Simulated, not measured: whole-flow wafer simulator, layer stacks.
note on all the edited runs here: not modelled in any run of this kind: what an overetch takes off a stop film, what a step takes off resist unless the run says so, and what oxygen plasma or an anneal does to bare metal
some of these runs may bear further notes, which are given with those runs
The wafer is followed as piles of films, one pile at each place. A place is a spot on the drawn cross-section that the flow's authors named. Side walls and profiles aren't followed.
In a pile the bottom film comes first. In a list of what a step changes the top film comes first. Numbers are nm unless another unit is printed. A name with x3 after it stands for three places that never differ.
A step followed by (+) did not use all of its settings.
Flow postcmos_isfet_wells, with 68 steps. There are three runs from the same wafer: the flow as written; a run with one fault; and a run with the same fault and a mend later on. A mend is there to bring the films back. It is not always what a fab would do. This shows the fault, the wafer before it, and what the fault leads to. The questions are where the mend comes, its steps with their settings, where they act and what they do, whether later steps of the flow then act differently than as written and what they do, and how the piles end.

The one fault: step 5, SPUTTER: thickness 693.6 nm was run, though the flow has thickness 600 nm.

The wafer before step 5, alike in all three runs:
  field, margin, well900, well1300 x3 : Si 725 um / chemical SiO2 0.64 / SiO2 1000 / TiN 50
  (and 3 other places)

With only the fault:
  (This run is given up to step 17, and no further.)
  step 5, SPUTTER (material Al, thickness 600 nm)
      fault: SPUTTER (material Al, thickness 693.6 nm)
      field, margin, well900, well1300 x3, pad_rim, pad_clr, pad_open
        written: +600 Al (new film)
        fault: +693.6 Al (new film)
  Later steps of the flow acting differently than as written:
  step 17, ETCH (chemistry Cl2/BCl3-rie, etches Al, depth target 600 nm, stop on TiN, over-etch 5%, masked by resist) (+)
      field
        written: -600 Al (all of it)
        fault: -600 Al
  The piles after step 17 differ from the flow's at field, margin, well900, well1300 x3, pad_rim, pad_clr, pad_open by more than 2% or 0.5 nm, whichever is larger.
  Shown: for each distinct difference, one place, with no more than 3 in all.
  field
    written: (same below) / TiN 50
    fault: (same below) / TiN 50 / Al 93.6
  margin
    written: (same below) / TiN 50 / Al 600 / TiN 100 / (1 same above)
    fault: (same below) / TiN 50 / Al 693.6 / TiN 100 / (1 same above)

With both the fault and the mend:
  The mend stands after step 5.
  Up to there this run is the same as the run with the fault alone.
  step 5a, ETCH (chemistry al pan, depth target 797.6 nm)
      field, margin, well900, well1300 x3, pad_rim, pad_clr, pad_open
        -693.6 Al (all of it)
  step 5b, SPUTTER (material Al, thickness 600 nm) (the flow's step 5, run once more)
      field, margin, well900, well1300 x3, pad_rim, pad_clr, pad_open
        +600 Al (new film)
  None of the later steps of the flow acts differently than as written at any place that is followed.
  At every place that both follow, the piles at the end match the flow's.
